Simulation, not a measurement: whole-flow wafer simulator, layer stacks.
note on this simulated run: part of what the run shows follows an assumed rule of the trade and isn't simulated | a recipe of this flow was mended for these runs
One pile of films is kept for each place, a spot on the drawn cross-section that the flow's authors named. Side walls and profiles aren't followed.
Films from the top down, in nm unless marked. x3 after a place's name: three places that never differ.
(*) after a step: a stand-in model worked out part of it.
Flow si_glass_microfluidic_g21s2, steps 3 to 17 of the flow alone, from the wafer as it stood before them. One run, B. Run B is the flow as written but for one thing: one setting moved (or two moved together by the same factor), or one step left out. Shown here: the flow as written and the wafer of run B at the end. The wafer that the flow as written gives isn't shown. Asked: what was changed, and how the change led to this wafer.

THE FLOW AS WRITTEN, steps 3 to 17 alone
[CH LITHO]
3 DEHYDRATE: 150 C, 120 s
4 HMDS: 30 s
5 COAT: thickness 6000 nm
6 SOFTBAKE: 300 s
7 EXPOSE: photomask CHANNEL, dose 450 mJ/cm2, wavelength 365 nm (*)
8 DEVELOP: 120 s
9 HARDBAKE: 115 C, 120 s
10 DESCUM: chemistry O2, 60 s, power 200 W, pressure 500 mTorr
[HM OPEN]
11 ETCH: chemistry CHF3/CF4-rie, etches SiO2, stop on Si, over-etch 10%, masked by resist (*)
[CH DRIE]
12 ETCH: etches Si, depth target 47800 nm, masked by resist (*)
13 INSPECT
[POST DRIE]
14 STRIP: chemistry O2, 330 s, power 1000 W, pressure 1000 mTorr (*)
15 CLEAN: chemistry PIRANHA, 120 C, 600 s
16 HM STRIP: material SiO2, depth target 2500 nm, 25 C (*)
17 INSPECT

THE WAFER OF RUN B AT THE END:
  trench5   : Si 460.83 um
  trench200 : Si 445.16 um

The cause: step 5, COAT: thickness 5280 nm was run, where the flow has thickness 6000 nm.

How the change led to this, step by step:
  5 COAT: thickness 6000 nm
      land, trench20, trench5, trench200: thick-i-line-resist +5280 (new film) (as written it would be: thick-i-line-resist +6000 (new film))
  8 DEVELOP: 120 s
      trench20, trench5, trench200: thick-i-line-resist -5280 (all of it) (as written it would be: thick-i-line-resist -6000 (all of it))
  9 HARDBAKE: 115 C, 120 s
      land: thick-i-line-resist -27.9 (as written it would be: thick-i-line-resist -33.5)
  12 ETCH: etches Si, depth target 47800 nm, masked by resist (*)
      trench5: Si -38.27 um (as written it would be: Si -38.09 um)
      trench200: Si -53.94 um (as written it would be: Si -54.08 um)
  14 STRIP: chemistry O2, 330 s, power 1000 W, pressure 1000 mTorr (*)
      land: thick-i-line-resist -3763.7 (all of it) (as written it would be: thick-i-line-resist -4476.3 (all of it))
